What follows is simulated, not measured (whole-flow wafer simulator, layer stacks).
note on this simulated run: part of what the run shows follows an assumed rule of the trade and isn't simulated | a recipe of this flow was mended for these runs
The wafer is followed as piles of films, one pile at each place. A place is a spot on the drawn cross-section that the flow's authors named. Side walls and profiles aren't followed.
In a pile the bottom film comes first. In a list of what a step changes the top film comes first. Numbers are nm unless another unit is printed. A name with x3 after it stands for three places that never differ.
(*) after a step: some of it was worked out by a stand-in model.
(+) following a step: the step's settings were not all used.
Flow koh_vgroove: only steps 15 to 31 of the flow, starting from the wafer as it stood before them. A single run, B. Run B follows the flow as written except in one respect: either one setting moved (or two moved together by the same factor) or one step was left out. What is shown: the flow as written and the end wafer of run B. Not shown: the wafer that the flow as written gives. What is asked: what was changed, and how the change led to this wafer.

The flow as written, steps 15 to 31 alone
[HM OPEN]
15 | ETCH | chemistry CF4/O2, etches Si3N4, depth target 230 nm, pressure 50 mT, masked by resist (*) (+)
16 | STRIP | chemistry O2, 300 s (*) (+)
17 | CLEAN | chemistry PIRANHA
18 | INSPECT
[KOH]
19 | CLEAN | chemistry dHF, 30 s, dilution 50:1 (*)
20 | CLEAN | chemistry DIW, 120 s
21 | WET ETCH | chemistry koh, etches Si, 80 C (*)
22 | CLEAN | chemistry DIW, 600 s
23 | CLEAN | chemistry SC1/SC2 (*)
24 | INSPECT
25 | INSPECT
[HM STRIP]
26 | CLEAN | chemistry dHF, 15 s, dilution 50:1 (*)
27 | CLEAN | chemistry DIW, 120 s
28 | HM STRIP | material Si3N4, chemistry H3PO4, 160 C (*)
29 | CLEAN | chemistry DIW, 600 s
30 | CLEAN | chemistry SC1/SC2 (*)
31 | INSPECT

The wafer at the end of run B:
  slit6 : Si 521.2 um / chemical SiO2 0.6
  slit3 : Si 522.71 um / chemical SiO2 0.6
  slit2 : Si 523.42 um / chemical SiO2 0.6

What caused this: step 15, ETCH: depth target 255 nm was run, whereas the flow has depth target 230 nm.

The path from the change to this, step by step:
  15 | ETCH | chemistry CF4/O2, etches Si3N4, depth target 230 nm, pressure 50 mT, masked by resist (*) (+)
      slit3, slit2, slit6, slit20: Si3N4 loses 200 (all of it), chemical SiO2 loses 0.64 (all of it), Si loses 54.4 (in the flow as written it would be: Si3N4 loses 200 (all of it), chemical SiO2 loses 0.64 (all of it), Si loses 29.4)
      field: i-line-resist loses 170 (in the flow as written it would be: i-line-resist loses 153.3)
